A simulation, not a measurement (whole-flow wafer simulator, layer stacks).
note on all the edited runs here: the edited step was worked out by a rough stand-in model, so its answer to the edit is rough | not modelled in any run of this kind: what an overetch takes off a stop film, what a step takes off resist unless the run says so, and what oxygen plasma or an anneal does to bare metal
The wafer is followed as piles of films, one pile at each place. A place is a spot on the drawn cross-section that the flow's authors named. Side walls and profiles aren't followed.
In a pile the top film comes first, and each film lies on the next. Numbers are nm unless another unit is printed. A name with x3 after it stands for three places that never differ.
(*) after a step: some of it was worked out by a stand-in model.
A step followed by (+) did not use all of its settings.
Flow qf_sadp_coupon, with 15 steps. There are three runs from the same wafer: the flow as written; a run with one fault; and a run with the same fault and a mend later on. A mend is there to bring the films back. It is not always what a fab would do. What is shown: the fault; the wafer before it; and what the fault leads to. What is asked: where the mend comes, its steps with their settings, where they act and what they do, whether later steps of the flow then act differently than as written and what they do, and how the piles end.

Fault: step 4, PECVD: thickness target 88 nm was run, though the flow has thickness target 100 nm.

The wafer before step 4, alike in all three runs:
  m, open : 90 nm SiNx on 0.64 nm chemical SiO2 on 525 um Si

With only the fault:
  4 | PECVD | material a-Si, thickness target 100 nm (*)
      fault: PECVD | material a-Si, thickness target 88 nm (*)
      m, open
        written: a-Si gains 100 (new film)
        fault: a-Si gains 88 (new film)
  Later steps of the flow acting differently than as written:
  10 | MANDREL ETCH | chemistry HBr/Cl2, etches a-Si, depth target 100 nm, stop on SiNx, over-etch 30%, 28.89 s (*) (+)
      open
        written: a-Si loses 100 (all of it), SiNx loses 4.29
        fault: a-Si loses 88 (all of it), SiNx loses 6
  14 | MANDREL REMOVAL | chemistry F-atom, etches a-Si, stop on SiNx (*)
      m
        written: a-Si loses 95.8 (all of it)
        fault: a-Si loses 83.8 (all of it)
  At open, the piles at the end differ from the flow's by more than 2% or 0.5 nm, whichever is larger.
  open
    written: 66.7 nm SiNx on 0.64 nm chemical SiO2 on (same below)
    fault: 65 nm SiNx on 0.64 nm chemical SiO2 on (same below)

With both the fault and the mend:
  The mend stands after step 4.
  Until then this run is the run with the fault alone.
  4a | PECVD | material a-Si, thickness target 12 nm (*) (the flow's step 4 again, with other settings)
      m, open
        a-Si gains 12
  None of the later steps of the flow acts differently than as written at any place that is followed.
  The piles end the same as the flow's at every place that both follow.
